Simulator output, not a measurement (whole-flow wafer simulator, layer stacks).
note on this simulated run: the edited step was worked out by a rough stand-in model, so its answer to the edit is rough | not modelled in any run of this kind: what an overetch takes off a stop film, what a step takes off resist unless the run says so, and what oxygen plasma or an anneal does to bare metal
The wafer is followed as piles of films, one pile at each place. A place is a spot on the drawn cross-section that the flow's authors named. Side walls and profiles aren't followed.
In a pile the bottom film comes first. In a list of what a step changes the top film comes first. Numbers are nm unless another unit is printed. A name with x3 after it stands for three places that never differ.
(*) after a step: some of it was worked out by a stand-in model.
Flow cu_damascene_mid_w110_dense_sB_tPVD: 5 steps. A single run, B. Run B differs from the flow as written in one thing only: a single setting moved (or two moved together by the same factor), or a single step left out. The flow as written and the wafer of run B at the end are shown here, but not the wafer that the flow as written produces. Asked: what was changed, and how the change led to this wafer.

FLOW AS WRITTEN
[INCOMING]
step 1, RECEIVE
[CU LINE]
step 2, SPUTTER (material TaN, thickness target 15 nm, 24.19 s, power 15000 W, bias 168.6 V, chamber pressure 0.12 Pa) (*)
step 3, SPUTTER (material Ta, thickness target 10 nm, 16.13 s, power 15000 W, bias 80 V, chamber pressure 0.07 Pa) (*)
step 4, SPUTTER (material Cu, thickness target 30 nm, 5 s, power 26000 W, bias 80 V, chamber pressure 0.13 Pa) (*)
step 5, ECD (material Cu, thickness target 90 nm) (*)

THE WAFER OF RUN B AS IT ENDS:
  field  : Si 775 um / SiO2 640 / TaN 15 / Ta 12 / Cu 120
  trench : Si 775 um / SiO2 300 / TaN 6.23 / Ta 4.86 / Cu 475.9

The reason: step 3, SPUTTER: 19.36 s was run, while the flow as written has 16.13 s.

How this came from the change, step by step:
  step 3, SPUTTER (material Ta, thickness target 10 nm, 16.13 s, power 15000 W, bias 80 V, chamber pressure 0.07 Pa) (*)
      field: +12 Ta (new film) (it would be, as written: +10 Ta (new film))
      trench: +4.86 Ta (new film) (it would be, as written: +4.05 Ta (new film))
